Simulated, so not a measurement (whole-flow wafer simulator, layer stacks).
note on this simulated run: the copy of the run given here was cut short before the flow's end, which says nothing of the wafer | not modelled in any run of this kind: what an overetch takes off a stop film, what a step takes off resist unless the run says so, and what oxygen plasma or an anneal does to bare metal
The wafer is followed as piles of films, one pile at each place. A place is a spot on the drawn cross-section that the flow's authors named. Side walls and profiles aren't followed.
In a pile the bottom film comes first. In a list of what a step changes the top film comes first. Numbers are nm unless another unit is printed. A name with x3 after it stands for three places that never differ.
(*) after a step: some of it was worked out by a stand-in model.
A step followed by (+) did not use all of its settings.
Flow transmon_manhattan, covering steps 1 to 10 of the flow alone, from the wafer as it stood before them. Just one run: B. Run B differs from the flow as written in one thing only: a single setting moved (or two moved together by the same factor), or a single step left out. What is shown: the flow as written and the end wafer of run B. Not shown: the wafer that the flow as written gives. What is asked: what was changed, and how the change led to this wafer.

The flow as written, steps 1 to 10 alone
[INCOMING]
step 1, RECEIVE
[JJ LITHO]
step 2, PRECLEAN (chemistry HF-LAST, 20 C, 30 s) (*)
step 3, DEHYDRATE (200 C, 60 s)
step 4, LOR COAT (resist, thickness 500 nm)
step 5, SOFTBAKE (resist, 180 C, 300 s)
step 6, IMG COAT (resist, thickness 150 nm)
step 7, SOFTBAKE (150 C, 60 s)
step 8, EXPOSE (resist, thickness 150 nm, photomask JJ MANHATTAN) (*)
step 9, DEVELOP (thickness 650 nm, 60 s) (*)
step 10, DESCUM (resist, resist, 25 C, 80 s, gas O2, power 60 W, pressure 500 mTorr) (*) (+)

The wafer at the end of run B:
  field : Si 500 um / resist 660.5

What caused this: step 6, IMG COAT: thickness 172.5 nm was run, while the flow as written has thickness 150 nm.

How this came from the change, step by step:
  step 6, IMG COAT (resist, thickness 150 nm)
      field, chan_a x2: resist gains 172.5 (it would be, as written: resist gains 150)
  step 9, DEVELOP (thickness 650 nm, 60 s) (*)
      chan_a x2: resist loses 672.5 (all of it) (it would be, as written: resist loses 650 (all of it))
